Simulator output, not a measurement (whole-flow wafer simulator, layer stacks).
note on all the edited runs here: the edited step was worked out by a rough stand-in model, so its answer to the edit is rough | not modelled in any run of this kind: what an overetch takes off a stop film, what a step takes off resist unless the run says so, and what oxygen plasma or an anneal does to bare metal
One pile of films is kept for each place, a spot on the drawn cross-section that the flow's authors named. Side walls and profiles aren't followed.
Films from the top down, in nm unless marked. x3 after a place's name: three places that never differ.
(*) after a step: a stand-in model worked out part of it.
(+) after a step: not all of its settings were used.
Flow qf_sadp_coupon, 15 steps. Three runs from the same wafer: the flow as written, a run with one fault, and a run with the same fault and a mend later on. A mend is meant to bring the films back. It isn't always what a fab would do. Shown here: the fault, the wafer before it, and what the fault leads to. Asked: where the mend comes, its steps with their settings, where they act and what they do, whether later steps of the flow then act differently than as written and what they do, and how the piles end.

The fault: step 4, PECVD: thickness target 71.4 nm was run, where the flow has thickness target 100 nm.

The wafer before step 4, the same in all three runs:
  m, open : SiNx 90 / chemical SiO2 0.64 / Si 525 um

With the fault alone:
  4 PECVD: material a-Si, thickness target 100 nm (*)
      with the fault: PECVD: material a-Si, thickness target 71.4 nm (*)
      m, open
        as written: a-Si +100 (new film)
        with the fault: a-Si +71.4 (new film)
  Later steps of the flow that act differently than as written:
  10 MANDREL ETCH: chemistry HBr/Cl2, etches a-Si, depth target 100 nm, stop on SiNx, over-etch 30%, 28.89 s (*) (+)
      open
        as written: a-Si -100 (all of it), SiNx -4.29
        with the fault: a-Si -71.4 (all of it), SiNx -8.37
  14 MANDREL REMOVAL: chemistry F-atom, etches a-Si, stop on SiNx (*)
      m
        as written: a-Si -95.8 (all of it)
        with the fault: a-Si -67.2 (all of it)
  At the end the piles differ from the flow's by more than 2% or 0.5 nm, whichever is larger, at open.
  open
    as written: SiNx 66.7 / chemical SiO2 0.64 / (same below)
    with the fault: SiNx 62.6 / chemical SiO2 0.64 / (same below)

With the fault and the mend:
  The mend comes after step 4.
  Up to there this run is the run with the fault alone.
  4a PECVD: material a-Si, thickness target 28.6 nm (*) (the flow's step 4 once more, with other settings)
      m, open
        a-Si +28.6
  No later step of the flow acts differently than as written at any place that is followed.
  At the end the piles are the same as the flow's at every place that both follow.
